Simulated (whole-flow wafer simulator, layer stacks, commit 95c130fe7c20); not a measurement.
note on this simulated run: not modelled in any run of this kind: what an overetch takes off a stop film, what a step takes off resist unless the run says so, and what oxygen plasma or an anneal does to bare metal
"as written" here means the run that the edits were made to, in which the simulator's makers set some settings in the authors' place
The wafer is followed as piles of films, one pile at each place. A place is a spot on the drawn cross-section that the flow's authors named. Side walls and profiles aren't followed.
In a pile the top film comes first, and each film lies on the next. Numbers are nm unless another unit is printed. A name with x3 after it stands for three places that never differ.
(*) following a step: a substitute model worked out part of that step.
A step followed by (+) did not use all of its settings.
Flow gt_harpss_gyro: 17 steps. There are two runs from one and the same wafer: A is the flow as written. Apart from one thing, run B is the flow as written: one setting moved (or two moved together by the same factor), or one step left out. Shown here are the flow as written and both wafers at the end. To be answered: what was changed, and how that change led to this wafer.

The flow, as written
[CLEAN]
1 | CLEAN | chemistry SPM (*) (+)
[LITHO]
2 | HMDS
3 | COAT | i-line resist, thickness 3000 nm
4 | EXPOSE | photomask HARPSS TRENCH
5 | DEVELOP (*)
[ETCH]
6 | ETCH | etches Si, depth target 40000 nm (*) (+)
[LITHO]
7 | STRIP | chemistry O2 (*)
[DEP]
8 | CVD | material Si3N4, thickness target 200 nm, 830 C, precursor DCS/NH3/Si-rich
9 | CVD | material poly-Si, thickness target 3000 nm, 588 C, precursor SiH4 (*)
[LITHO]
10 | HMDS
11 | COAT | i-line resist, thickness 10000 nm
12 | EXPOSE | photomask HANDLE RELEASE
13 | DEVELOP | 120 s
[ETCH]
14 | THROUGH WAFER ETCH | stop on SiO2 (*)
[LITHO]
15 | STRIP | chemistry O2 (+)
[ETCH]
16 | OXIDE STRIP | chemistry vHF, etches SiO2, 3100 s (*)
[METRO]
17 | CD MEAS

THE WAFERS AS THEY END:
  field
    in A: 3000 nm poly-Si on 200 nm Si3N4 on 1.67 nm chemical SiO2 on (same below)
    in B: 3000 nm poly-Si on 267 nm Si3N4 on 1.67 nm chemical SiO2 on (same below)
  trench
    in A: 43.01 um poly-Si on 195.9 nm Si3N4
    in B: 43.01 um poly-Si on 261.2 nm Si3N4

What caused this: step 8, CVD: thickness target 267 nm was run, whereas the flow has thickness target 200 nm.
The wafer lets one read it off: field has Si3N4 267, and step 8 as written asks for 200 nm.

The path from the change to this, step by step:
  8 | CVD | material Si3N4, thickness target 200 nm, 830 C, precursor DCS/NH3/Si-rich
      field: A +200 Si3N4 (new film) | B +267 Si3N4 (new film)
      trench: A +195.9 Si3N4 (new film) | B +261.2 Si3N4 (new film)
